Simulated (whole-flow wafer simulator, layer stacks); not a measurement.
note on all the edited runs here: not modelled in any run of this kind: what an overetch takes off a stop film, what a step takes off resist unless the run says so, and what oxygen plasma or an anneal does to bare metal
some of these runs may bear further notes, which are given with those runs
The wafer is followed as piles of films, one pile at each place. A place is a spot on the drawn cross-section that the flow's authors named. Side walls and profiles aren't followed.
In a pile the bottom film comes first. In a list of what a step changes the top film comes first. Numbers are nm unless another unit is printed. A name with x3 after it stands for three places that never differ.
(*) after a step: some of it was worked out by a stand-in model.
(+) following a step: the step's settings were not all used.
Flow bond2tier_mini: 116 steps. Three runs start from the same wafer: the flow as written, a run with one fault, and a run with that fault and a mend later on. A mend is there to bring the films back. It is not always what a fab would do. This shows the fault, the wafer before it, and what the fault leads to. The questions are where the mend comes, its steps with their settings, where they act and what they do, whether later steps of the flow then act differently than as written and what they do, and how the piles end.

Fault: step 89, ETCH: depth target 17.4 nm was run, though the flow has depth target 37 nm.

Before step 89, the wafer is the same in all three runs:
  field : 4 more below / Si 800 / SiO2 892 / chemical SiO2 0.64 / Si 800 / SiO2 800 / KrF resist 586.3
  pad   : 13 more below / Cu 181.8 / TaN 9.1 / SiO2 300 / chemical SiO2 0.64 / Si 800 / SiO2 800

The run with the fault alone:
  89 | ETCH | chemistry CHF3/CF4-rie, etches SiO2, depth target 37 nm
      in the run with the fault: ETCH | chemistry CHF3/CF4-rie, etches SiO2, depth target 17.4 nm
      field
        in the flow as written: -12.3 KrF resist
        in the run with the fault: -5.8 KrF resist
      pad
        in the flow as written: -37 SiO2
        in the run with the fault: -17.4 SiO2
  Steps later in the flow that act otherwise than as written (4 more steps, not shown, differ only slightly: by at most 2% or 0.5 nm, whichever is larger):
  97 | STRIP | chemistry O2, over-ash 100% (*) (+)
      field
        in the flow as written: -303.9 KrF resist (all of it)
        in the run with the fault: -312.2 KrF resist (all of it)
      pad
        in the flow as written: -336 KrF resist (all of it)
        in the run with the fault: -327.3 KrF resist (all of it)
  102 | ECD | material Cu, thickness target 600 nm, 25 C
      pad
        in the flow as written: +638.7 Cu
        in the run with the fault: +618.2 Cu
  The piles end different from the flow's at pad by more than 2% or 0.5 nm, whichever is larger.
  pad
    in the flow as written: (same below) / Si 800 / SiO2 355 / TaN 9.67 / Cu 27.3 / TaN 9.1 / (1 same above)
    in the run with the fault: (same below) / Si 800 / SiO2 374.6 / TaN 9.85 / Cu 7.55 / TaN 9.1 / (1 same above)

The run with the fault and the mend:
  The mend follows step 90.
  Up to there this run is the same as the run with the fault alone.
  90a | COAT | KrF resist, thickness 600 nm (*) (a further turn of the flow's step 84)
      field
        +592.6 KrF resist (new film)
      pad
        +607.7 KrF resist (new film)
  90b | SOFTBAKE | KrF resist (a further turn of the flow's step 85)
      does not change any film at any place that is followed
  90c | EXPOSE | photomask T3TRIM, NA 0.6 (a further turn of the flow's step 86)
      does not change any film at any place that is followed
  90d | PEB | KrF resist (a further turn of the flow's step 87)
      does not change any film at any place that is followed
  90e | DEVELOP | developer TMAH-0.26N, 60 s (a further turn of the flow's step 88)
      field
        -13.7 KrF resist
      pad
        -607.7 KrF resist (all of it)
  90f | ETCH | chemistry CHF3/CF4-rie, etches SiO2, depth target 19.6 nm (a further turn of the flow's step 89, with different settings)
      field
        -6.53 KrF resist
      pad
        -19.6 SiO2
  90g | STRIP | chemistry O2, over-ash 100% (+) (a further turn of the flow's step 90)
      field
        -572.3 KrF resist (all of it)
  None of the later steps of the flow acts differently than as written at any place that is followed.
  By the end, the piles equal the flow's at every place that both follow.
